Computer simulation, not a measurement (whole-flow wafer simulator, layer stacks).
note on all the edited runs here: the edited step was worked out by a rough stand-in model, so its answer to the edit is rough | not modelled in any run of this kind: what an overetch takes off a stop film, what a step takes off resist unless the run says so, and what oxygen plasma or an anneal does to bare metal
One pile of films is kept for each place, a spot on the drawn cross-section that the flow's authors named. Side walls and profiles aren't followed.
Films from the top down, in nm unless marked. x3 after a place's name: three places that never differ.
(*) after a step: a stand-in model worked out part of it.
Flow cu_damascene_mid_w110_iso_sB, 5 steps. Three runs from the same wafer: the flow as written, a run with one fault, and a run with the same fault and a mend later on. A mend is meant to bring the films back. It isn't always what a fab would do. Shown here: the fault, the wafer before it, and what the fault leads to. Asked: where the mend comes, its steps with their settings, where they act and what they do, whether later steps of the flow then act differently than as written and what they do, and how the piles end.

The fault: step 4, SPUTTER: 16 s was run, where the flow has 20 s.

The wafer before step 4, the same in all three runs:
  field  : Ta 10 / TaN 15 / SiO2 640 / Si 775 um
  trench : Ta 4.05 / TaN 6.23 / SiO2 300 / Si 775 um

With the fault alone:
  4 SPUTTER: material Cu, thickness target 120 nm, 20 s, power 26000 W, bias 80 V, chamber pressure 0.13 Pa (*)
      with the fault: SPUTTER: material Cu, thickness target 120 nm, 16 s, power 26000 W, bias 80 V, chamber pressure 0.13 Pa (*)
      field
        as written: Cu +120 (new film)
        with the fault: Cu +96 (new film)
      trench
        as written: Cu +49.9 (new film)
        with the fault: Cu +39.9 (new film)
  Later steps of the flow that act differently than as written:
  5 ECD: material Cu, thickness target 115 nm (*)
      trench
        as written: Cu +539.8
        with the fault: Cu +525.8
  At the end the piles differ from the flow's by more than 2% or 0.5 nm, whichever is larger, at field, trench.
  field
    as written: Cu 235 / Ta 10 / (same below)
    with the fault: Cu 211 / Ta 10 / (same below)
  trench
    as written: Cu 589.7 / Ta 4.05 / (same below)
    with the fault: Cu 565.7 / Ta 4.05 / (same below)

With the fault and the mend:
  The mend comes after step 4.
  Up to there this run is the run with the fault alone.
  4a SPUTTER: material Cu, thickness target 120 nm, 4 s, power 26000 W, bias 80 V, chamber pressure 0.13 Pa (*) (the flow's step 4 once more, with other settings)
      field
        Cu +24
      trench
        Cu +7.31
  No later step of the flow acts differently than as written, at any place that is followed, by more than 2% or 0.5 nm, whichever is larger.
  At the end the piles are the same as the flow's at every place that both follow.
